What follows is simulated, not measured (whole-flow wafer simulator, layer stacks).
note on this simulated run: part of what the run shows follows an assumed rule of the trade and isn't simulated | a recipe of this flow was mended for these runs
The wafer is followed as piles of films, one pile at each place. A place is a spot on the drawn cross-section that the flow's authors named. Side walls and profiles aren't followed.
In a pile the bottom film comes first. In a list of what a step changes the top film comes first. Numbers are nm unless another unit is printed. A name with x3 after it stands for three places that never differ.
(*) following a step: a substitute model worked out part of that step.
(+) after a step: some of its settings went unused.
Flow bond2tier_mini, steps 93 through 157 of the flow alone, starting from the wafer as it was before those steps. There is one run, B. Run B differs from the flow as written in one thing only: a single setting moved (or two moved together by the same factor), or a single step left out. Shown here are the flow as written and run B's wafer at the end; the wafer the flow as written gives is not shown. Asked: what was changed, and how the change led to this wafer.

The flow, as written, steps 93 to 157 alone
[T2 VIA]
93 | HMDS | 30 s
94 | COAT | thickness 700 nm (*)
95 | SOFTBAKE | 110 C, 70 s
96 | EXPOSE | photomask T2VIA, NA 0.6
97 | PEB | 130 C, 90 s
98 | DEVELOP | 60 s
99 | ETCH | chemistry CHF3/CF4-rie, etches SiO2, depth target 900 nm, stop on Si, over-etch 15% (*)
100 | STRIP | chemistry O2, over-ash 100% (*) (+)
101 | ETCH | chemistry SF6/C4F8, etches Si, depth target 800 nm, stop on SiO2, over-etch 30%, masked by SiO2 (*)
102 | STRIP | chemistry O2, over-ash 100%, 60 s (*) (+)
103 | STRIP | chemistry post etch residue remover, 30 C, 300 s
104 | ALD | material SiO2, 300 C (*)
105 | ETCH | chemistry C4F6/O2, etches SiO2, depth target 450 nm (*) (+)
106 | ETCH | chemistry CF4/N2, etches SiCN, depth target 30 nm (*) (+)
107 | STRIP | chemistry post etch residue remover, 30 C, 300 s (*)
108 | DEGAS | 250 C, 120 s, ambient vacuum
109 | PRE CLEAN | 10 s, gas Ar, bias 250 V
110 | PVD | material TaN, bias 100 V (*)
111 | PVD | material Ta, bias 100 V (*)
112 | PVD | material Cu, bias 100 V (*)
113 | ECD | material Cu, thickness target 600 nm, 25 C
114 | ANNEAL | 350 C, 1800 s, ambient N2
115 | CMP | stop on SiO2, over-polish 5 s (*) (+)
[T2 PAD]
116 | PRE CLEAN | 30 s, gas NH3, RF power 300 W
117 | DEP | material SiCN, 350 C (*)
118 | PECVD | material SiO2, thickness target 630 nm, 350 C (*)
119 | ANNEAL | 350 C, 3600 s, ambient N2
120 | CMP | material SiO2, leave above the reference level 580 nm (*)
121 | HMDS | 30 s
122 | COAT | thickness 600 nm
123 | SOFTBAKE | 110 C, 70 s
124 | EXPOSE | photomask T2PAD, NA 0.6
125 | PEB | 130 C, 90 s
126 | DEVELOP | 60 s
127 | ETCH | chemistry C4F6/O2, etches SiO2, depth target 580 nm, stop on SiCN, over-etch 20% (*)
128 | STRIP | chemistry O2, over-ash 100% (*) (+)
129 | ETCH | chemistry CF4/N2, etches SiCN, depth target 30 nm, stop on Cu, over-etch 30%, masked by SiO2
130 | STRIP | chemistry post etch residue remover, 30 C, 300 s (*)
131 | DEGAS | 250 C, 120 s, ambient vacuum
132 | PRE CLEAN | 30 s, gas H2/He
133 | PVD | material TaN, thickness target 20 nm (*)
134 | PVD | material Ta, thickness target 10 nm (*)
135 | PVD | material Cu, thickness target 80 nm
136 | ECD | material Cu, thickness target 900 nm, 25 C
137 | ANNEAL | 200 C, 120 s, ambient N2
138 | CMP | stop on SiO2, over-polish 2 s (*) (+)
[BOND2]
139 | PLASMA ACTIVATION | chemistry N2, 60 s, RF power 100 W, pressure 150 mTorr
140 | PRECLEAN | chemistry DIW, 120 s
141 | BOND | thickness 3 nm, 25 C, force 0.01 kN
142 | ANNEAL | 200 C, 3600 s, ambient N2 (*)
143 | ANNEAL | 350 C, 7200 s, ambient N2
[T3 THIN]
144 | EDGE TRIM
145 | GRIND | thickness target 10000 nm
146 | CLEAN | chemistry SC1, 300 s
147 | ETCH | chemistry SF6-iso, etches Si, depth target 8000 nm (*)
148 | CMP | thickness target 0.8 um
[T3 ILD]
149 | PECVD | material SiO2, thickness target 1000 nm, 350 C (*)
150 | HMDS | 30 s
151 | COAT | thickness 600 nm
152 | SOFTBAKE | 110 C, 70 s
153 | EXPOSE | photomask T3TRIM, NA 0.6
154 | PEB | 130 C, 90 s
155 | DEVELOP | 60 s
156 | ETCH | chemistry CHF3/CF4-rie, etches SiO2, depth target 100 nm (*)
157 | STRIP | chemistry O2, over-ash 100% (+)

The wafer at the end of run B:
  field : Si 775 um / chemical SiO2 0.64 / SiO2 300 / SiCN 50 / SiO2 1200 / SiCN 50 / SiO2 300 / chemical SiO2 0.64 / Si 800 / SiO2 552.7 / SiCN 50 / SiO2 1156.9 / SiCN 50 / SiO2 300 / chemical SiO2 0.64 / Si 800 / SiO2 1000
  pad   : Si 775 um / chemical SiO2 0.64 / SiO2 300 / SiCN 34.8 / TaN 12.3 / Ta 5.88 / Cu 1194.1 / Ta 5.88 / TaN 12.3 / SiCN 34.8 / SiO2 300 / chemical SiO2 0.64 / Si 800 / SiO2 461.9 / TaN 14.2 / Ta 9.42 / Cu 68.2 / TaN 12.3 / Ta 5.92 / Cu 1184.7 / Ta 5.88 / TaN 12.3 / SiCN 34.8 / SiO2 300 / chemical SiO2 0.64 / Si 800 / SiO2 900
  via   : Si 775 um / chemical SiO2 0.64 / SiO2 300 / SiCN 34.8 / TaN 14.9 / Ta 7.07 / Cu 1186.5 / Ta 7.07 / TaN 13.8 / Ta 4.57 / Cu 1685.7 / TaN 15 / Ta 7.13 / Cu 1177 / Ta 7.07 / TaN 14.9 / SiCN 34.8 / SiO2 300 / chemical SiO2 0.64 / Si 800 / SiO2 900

Cause: step 106, ETCH: depth target 37.2 nm was run, though the flow has depth target 30 nm.

Step by step, how the change led to this:
  106 | ETCH | chemistry CF4/N2, etches SiCN, depth target 30 nm (*) (+)
      field, pad: -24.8 SiO2 (in the flow as written it would be: -20 SiO2)
      via: -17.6 SiCN (all of it), -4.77 TaN (in the flow as written it would be: -17.6 SiCN (all of it), -3.01 TaN)
